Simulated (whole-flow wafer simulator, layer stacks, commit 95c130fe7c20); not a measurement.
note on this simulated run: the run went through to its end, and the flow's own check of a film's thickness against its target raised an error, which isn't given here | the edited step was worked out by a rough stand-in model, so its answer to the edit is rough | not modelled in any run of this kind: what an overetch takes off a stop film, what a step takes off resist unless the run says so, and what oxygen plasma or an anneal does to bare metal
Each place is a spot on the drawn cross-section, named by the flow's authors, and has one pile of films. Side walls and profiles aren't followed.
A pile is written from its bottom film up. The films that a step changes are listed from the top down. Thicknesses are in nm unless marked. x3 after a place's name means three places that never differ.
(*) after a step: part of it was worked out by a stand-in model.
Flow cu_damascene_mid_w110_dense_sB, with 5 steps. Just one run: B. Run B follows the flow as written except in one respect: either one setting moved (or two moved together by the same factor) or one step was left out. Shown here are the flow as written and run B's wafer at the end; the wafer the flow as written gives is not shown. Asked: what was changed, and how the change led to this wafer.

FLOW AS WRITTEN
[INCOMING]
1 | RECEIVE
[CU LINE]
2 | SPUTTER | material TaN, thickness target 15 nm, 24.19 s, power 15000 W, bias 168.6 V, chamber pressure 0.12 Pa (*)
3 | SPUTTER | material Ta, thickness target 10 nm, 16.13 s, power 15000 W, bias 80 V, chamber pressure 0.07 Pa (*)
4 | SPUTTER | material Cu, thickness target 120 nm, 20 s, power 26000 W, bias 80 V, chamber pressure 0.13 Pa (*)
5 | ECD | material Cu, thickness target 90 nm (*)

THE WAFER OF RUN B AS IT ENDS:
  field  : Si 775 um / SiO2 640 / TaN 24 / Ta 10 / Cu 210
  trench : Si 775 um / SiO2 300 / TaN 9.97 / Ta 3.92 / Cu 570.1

Cause: step 2, SPUTTER: thickness target 24 nm was run, whereas the flow has thickness target 15 nm.
The wafer itself shows it: field has TaN 24, and step 2 as written asks for 15 nm.

How this came from the change, step by step:
  2 | SPUTTER | material TaN, thickness target 15 nm, 24.19 s, power 15000 W, bias 168.6 V, chamber pressure 0.12 Pa (*)
      field: +24 TaN (new film) (as written it would have been: +15 TaN (new film))
      trench: +9.97 TaN (new film) (as written it would have been: +6.23 TaN (new film))
  4 | SPUTTER | material Cu, thickness target 120 nm, 20 s, power 26000 W, bias 80 V, chamber pressure 0.13 Pa (*)
      trench: +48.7 Cu (new film) (as written it would have been: +49.9 Cu (new film))
